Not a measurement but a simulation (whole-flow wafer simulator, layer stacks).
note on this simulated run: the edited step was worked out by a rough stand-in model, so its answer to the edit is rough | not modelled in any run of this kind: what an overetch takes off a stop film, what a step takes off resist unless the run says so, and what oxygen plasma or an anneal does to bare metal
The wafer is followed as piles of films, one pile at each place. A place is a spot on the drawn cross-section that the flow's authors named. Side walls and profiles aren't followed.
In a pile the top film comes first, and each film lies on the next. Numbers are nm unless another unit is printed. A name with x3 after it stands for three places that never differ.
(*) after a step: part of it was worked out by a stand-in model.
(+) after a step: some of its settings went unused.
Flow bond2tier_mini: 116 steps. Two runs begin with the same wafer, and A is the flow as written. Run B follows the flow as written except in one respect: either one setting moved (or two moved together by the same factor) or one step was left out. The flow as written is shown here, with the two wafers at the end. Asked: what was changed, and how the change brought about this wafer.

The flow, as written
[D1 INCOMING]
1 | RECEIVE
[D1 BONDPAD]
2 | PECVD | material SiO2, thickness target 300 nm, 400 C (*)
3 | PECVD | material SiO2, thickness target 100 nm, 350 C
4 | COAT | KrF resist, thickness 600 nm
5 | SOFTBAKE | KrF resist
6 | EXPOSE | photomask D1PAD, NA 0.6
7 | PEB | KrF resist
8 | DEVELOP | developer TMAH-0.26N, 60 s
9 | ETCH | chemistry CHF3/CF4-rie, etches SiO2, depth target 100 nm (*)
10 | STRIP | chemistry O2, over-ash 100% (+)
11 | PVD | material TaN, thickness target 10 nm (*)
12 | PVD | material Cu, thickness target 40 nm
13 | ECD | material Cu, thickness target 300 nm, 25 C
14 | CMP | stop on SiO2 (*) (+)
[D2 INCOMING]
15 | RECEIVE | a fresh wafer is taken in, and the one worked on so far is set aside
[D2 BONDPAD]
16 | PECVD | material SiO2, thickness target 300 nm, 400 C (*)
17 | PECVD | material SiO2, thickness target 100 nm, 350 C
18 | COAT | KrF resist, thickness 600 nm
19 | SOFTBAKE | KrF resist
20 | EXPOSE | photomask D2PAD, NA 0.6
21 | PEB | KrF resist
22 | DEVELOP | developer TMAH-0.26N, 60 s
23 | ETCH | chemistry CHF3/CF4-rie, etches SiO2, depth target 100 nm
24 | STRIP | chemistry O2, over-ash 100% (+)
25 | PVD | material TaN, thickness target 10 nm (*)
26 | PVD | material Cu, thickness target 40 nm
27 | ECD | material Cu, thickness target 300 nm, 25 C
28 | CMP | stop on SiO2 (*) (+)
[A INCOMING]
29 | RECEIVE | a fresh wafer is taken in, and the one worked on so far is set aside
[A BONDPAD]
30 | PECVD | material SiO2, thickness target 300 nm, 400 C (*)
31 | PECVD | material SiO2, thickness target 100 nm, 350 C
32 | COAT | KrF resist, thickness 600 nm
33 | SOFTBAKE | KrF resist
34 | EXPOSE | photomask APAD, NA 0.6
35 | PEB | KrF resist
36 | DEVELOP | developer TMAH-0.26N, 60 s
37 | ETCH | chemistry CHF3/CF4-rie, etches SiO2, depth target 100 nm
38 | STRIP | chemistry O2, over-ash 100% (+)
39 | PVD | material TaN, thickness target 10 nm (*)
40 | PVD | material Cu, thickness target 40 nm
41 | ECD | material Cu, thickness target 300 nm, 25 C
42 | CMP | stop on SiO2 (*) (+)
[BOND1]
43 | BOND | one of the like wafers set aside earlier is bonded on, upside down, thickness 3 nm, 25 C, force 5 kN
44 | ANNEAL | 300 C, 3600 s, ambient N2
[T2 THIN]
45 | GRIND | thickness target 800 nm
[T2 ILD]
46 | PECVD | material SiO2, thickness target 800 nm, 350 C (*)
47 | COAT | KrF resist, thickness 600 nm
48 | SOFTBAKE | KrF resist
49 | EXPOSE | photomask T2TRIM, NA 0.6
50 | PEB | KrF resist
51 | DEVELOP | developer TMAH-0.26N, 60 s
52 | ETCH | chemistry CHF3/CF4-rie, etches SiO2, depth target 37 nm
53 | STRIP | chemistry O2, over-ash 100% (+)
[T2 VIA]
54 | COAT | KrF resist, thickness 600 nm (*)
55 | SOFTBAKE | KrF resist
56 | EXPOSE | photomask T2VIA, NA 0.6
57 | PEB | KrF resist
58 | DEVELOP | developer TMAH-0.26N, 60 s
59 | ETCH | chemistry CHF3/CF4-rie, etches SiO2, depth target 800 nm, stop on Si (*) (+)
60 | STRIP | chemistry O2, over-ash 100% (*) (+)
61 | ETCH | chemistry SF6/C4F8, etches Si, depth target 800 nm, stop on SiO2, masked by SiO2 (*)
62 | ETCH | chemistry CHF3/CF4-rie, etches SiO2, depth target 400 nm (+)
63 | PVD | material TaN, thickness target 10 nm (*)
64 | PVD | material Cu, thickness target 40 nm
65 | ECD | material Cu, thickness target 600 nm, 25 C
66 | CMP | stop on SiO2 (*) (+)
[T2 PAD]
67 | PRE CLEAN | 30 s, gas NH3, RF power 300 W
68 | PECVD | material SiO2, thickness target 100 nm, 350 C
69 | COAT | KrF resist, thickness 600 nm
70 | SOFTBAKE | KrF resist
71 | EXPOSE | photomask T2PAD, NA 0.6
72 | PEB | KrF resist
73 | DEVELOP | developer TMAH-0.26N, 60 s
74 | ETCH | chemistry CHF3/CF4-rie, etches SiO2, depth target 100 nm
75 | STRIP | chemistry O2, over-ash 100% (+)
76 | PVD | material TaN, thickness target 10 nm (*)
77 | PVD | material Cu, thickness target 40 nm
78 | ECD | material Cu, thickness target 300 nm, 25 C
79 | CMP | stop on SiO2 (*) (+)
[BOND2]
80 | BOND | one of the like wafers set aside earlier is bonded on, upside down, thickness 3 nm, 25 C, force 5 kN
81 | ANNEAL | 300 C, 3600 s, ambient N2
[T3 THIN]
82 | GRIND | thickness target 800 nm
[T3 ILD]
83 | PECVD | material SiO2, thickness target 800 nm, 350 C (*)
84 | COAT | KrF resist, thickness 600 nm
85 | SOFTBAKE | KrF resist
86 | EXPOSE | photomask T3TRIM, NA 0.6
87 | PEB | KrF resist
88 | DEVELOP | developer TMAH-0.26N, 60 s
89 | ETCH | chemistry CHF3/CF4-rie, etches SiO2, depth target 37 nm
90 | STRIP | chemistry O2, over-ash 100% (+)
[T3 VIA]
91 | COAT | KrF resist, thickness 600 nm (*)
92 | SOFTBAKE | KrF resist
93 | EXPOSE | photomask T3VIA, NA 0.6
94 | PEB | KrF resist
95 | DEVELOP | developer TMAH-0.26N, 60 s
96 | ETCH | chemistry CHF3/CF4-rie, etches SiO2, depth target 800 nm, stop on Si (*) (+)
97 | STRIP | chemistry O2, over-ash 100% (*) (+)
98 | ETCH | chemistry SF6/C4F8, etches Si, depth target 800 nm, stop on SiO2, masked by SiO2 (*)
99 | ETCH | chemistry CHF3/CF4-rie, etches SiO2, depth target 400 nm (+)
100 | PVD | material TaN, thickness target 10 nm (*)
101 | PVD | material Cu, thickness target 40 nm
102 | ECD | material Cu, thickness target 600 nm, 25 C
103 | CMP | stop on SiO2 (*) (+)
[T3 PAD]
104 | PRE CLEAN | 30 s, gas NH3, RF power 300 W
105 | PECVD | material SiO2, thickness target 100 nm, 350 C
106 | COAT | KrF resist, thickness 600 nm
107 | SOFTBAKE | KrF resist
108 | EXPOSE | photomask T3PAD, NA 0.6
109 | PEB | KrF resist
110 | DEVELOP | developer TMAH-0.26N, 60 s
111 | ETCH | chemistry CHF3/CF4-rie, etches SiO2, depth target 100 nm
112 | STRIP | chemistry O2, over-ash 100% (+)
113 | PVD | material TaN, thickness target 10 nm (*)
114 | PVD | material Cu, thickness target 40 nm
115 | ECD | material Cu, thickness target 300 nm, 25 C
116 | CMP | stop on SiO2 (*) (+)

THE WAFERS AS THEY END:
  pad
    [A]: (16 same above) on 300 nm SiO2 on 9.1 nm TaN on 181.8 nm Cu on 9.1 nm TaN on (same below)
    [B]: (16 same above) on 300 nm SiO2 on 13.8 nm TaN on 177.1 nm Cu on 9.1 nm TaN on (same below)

The reason: step 11, PVD: thickness target 15.2 nm was run, whereas the flow has thickness target 10 nm.

How this came from the change, step by step:
  11 | PVD | material TaN, thickness target 10 nm (*)
      field: A TaN gains 10 (new film) | B TaN gains 15.2 (new film)
      pad: A TaN gains 9.1 (new film) | B TaN gains 13.8 (new film)
      (also at 1 further place)
  14 | CMP | stop on SiO2 (*) (+)
      field: A Cu loses 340 (all of it), TaN loses 10 (all of it) | B Cu loses 340 (all of it), TaN loses 15.2 (all of it)
  43 | BOND | one of the like wafers set aside earlier is bonded on, upside down, thickness 3 nm, 25 C, force 5 kN
      pad: A Si gains 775 um (new film), chemical SiO2 gains 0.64 (new film), SiO2 gains 300 (new film), TaN gains 9.1 (new film), Cu gains 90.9 | B Si gains 775 um (new film), chemical SiO2 gains 0.64 (new film), SiO2 gains 300 (new film), TaN gains 13.8 (new film), Cu gains 86.2
      via: A Si gains 775 um (new film), chemical SiO2 gains 0.64 (new film), SiO2 gains 300 (new film), TaN gains 9.97 (new film), Cu gains 90 | B Si gains 775 um (new film), chemical SiO2 gains 0.64 (new film), SiO2 gains 300 (new film), TaN gains 15.2 (new film), Cu gains 84.8
